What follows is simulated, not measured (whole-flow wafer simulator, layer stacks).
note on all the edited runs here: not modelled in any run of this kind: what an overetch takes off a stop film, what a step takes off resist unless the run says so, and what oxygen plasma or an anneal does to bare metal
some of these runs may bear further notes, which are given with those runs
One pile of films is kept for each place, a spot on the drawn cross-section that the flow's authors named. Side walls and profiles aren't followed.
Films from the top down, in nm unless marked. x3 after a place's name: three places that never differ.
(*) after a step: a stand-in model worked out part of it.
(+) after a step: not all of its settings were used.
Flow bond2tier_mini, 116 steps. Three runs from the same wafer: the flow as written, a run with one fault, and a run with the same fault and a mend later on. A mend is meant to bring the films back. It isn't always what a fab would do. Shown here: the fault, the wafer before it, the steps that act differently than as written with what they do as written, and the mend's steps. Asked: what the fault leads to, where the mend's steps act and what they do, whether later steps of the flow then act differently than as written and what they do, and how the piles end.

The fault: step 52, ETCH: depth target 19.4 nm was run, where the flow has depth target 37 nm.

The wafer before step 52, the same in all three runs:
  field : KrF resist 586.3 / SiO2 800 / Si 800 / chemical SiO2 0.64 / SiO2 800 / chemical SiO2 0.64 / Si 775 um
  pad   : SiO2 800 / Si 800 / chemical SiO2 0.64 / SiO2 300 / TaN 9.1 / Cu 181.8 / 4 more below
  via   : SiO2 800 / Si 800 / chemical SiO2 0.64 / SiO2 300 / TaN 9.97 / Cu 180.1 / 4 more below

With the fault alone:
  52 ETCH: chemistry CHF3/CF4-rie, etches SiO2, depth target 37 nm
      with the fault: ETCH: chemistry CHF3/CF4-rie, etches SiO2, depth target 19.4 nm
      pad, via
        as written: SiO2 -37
        with the fault: SiO2 -19.4
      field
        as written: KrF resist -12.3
        with the fault: KrF resist -6.47
  Later steps of the flow that act differently than as written (5 more steps differ only slightly, by at most 2% or 0.5 nm, whichever is larger, and aren't shown):
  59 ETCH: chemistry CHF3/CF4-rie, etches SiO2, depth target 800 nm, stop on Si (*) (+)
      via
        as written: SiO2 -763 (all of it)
        with the fault: SiO2 -780.6 (all of it)
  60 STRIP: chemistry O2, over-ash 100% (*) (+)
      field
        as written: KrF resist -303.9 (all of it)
        with the fault: KrF resist -311.4 (all of it)
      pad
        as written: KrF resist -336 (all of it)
        with the fault: KrF resist -328.2 (all of it)
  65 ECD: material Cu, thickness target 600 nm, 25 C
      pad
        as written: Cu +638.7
        with the fault: Cu +620.3
  At the end the piles differ from the flow's by more than 2% or 0.5 nm, whichever is larger, at pad.
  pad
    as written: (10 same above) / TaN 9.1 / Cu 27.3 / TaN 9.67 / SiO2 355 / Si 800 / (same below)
    with the fault: (10 same above) / TaN 9.1 / Cu 9.57 / TaN 9.83 / SiO2 372.6 / Si 800 / (same below)

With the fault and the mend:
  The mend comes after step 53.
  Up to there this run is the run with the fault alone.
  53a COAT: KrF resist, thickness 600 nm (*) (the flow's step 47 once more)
      field
        KrF resist +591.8 (new film)
      pad
        KrF resist +608.6 (new film)
      via
        KrF resist +607.5 (new film)
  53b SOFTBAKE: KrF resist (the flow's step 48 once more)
      changes no film at any place that is followed
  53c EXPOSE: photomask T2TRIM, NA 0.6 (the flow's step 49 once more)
      changes no film at any place that is followed
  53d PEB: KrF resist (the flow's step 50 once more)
      changes no film at any place that is followed
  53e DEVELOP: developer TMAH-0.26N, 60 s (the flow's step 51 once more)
      field
        KrF resist -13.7
      pad
        KrF resist -608.6 (all of it)
      via
        KrF resist -607.5 (all of it)
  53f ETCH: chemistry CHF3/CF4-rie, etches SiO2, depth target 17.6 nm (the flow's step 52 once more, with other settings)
      pad, via
        SiO2 -17.6
      field
        KrF resist -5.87
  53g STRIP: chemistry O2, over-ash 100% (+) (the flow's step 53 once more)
      field
        KrF resist -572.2 (all of it)
  No later step of the flow acts differently than as written at any place that is followed.
  At the end the piles are the same as the flow's at every place that both follow.
